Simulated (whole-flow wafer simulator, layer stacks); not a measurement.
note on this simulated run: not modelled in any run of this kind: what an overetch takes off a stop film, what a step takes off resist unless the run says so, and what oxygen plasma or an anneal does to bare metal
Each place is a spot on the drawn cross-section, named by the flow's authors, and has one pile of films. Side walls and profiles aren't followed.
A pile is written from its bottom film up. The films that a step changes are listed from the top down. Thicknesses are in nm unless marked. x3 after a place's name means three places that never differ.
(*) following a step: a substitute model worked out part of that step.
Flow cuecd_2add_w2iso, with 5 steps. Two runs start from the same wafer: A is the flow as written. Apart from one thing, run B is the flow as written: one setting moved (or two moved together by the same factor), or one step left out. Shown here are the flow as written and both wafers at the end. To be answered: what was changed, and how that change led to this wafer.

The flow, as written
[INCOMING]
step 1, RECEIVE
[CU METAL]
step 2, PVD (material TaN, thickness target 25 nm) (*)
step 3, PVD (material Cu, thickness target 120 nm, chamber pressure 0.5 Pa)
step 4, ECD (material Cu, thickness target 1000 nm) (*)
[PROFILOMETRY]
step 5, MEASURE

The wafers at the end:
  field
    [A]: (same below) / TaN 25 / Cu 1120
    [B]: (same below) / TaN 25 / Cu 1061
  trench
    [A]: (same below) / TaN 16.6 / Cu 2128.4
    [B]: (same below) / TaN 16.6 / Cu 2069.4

What caused this: step 3, PVD: thickness target 61 nm was run, though the flow has thickness target 120 nm.

The path from the change to this, step by step:
  step 3, PVD (material Cu, thickness target 120 nm, chamber pressure 0.5 Pa)
      field: A +120 Cu (new film) | B +61 Cu (new film)
      trench: A +80.8 Cu (new film) | B +41.2 Cu (new film)
